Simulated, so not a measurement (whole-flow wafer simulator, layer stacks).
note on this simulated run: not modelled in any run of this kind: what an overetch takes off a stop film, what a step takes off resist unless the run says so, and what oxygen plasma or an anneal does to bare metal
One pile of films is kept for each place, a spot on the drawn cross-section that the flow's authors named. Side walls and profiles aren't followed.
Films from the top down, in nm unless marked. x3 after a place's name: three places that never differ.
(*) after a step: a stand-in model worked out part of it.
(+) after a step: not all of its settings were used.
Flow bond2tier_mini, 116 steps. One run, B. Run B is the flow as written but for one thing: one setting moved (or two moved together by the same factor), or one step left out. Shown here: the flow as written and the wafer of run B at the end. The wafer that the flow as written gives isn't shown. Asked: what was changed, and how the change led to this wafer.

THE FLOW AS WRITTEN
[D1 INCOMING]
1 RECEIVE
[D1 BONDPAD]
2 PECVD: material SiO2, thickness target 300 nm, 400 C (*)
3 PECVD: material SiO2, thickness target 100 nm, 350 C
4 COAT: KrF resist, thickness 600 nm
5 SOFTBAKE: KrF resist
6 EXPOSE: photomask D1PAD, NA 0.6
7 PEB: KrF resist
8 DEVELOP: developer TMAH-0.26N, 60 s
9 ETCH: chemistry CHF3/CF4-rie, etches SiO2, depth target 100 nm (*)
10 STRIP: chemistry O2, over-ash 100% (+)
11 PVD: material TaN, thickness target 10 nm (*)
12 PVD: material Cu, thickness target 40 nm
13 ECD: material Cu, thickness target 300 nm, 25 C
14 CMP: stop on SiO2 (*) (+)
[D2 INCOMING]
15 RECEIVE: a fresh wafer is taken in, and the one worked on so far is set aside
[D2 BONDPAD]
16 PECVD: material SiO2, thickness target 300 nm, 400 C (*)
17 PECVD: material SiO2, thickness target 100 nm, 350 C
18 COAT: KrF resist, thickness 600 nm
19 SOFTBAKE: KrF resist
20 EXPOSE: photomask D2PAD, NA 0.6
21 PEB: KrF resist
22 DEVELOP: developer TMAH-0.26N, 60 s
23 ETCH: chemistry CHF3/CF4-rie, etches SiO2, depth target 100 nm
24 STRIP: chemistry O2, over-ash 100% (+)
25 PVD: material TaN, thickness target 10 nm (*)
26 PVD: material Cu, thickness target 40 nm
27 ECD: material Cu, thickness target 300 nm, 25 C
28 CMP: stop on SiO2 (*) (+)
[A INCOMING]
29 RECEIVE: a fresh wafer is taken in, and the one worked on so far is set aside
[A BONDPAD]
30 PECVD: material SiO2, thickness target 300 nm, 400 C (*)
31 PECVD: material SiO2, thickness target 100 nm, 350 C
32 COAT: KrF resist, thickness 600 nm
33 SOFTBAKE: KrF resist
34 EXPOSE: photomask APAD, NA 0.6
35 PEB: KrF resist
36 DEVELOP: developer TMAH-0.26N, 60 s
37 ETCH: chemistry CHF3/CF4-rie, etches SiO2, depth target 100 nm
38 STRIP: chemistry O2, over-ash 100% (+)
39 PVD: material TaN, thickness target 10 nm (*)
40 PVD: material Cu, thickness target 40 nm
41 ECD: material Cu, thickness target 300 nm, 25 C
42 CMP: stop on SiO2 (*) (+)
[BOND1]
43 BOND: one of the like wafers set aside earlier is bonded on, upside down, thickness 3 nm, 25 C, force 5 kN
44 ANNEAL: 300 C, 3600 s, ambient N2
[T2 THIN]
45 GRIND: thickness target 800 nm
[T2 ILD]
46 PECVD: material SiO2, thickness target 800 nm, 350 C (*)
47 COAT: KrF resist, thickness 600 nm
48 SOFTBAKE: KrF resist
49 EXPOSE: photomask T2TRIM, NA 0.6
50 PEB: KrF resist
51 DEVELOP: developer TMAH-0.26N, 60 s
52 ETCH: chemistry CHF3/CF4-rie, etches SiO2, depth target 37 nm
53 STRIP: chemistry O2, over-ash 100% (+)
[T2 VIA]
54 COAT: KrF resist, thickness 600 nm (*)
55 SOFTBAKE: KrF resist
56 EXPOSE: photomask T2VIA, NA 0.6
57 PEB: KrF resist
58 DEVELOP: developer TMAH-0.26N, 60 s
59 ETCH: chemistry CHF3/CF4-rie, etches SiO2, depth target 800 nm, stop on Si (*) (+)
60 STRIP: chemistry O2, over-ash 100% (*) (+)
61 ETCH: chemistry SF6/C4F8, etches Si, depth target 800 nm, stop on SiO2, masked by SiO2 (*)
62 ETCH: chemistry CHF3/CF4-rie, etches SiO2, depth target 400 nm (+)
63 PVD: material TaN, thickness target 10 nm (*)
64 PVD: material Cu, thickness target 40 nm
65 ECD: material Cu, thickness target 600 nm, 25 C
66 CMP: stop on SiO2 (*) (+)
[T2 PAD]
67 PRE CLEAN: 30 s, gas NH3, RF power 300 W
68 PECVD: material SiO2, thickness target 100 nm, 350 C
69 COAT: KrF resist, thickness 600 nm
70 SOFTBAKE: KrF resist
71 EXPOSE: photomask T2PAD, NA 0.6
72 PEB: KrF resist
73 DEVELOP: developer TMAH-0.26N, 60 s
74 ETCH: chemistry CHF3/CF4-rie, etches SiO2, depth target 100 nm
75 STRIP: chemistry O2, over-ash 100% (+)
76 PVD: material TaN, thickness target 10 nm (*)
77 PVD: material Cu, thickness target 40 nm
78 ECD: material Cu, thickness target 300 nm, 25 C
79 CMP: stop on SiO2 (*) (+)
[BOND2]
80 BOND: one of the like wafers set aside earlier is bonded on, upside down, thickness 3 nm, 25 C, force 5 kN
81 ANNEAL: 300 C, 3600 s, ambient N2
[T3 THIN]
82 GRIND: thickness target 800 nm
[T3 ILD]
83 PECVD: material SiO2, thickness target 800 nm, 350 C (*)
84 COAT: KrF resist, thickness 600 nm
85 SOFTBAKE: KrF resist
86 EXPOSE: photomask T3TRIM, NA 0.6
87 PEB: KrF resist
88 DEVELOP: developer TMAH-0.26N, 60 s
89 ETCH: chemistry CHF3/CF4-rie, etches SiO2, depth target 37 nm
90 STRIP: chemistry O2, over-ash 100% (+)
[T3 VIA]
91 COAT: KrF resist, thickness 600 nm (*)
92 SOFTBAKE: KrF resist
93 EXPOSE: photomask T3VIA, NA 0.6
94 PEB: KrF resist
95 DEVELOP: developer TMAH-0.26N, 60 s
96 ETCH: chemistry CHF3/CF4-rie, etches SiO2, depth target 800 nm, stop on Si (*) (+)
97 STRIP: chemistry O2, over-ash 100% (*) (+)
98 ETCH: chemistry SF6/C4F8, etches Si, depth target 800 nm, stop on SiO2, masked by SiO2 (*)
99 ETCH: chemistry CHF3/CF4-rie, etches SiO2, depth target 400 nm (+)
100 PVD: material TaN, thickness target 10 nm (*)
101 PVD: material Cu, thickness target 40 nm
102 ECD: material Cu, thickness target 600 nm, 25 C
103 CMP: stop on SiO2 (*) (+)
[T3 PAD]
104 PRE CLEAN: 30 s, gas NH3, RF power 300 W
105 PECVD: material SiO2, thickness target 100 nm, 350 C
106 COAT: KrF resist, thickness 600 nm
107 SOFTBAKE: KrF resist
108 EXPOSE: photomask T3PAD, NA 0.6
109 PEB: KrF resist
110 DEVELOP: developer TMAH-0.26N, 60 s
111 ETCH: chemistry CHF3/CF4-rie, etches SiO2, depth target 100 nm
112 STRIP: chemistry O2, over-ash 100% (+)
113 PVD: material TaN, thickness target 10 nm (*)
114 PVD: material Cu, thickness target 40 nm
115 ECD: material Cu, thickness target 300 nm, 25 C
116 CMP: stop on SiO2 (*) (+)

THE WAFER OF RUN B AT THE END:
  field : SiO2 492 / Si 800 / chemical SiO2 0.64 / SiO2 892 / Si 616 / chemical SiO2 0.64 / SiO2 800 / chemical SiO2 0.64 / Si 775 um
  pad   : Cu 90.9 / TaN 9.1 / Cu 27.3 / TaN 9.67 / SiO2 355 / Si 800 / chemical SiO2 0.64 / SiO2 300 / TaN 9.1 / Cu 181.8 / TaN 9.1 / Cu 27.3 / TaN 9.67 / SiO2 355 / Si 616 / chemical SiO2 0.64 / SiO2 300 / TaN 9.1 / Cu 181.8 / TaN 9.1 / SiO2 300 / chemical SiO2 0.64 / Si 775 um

The cause: step 45, GRIND: thickness target 616 nm was run, where the flow has thickness target 800 nm.
It can be read off the wafer: field has Si 616, and step 45 as written asks for 800 nm.

How the change led to this, step by step:
  45 GRIND: thickness target 800 nm
      field, pad, via: Si -774.38 um (as written it would be: Si -774.2 um)
